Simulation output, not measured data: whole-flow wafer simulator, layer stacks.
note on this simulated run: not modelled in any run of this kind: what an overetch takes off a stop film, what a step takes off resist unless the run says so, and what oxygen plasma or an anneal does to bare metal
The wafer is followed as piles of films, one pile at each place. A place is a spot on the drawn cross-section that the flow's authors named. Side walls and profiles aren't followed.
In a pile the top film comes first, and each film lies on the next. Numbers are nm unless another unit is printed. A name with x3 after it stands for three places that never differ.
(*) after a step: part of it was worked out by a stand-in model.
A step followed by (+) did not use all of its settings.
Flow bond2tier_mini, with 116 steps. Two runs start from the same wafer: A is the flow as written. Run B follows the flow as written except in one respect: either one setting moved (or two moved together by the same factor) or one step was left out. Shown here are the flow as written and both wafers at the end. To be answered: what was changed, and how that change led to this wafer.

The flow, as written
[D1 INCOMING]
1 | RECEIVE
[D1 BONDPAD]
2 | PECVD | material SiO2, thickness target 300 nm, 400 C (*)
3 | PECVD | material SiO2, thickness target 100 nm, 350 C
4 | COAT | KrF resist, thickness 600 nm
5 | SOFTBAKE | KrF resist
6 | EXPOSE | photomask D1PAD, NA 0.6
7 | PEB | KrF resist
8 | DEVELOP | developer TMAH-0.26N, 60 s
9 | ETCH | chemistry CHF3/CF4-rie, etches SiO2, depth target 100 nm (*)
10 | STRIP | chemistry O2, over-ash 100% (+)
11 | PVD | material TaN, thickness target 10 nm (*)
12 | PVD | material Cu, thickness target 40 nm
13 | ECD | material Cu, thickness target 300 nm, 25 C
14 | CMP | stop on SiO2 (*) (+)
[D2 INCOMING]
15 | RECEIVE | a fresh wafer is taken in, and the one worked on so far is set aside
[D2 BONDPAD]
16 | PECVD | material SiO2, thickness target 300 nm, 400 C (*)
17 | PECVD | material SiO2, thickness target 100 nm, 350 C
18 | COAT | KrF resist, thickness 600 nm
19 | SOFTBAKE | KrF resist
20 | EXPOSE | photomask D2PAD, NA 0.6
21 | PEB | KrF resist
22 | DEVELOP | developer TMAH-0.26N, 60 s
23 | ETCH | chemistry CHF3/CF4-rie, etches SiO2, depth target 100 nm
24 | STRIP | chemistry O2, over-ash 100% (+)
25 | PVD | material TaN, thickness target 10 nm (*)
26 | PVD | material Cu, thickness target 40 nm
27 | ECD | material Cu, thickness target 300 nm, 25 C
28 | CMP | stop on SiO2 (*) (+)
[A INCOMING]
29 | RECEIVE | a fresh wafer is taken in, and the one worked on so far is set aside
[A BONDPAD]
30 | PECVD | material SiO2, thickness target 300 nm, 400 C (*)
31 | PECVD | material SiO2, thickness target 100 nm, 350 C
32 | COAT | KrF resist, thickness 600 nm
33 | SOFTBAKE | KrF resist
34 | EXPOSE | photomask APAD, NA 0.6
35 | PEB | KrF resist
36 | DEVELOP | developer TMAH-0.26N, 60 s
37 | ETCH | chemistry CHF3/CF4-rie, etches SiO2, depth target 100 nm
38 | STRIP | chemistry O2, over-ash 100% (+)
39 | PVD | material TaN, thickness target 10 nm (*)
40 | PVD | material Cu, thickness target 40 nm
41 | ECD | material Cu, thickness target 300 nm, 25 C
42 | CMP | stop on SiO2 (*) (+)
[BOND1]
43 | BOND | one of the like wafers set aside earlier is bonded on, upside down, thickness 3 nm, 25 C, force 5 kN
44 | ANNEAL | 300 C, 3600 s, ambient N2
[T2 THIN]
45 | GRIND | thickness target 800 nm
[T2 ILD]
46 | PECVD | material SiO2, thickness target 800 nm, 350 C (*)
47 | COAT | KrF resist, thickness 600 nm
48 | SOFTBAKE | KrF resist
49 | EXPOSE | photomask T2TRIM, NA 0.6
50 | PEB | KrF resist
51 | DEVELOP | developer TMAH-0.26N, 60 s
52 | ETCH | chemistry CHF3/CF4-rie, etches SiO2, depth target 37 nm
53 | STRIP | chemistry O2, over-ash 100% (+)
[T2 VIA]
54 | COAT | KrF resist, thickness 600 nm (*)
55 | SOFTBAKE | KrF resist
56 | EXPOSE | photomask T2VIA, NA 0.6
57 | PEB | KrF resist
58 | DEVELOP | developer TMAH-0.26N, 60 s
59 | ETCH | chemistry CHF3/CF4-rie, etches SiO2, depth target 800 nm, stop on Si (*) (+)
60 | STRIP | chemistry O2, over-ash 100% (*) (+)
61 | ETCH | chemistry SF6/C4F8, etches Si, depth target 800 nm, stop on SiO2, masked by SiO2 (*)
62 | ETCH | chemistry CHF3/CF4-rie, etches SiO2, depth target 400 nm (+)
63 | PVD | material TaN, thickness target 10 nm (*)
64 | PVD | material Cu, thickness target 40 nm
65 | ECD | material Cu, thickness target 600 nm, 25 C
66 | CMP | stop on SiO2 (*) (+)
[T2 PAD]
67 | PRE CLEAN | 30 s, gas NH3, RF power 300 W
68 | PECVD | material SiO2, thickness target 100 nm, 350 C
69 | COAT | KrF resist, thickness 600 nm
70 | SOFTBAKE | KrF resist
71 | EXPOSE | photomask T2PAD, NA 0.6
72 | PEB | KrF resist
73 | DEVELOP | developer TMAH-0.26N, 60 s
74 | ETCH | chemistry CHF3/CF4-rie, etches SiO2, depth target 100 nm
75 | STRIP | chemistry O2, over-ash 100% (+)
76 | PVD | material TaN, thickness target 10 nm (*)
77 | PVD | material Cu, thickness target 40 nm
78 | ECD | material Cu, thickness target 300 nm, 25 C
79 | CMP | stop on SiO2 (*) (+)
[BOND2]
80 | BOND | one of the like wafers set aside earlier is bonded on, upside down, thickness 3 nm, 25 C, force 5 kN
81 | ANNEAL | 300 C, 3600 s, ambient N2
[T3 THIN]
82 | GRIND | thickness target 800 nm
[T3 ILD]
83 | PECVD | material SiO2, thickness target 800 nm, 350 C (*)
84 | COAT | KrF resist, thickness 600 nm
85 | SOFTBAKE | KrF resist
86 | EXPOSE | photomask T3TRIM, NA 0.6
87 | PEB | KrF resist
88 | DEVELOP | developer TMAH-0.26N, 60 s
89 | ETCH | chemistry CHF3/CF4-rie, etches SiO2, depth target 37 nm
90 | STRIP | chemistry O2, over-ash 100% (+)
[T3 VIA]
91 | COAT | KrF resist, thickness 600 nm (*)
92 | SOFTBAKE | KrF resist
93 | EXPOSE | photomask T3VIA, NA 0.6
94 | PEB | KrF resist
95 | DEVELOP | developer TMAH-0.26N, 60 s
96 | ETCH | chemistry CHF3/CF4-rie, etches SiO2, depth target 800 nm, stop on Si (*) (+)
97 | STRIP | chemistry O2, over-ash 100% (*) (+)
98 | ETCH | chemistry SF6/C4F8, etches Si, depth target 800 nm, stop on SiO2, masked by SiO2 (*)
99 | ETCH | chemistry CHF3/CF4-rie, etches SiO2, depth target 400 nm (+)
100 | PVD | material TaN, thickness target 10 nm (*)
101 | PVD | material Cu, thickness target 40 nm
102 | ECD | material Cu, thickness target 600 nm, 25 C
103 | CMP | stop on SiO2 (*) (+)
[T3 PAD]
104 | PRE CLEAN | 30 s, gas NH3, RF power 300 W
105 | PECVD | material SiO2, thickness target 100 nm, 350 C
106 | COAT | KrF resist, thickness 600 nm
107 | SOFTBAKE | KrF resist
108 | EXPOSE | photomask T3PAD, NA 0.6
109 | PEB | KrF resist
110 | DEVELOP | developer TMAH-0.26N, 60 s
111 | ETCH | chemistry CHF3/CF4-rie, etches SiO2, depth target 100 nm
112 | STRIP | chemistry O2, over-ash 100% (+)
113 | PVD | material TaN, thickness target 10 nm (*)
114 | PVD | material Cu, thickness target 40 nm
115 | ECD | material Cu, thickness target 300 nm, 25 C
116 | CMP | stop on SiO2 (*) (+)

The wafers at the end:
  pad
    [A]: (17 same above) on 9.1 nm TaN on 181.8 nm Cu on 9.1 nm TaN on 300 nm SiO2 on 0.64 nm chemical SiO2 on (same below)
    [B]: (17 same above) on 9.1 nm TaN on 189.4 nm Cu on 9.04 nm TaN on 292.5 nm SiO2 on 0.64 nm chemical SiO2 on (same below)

Cause: step 37, ETCH: depth target 107.5 nm was run, while the flow as written has depth target 100 nm.

Step by step, how the change led to this:
  37 | ETCH | chemistry CHF3/CF4-rie, etches SiO2, depth target 100 nm
      pad, via: A -100 SiO2 | B -107.5 SiO2
      field: A -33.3 KrF resist | B -35.8 KrF resist
